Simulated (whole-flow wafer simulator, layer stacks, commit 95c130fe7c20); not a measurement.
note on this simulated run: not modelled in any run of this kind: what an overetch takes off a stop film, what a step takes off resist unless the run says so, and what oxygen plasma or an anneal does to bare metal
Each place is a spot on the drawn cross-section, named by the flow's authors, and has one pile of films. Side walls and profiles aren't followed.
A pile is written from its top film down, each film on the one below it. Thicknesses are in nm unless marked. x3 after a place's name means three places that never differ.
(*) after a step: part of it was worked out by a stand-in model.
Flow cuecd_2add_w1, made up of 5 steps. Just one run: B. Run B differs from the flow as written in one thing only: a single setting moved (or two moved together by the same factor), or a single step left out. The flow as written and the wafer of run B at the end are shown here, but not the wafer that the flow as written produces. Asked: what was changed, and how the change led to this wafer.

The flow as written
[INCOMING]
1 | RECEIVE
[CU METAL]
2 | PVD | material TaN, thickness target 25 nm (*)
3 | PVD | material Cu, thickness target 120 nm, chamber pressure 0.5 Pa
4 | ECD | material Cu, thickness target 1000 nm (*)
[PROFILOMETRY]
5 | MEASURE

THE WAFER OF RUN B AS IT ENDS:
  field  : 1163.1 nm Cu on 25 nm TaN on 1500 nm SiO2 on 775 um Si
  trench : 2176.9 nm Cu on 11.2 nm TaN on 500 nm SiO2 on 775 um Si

What caused this: step 3, PVD: thickness target 163.1 nm was run, whereas the flow has thickness target 120 nm.

The path from the change to this, step by step:
  3 | PVD | material Cu, thickness target 120 nm, chamber pressure 0.5 Pa
      field: +163.1 Cu (new film) (as written it would have been: +120 Cu (new film))
      trench: +71.9 Cu (new film) (as written it would have been: +53.6 Cu (new film))
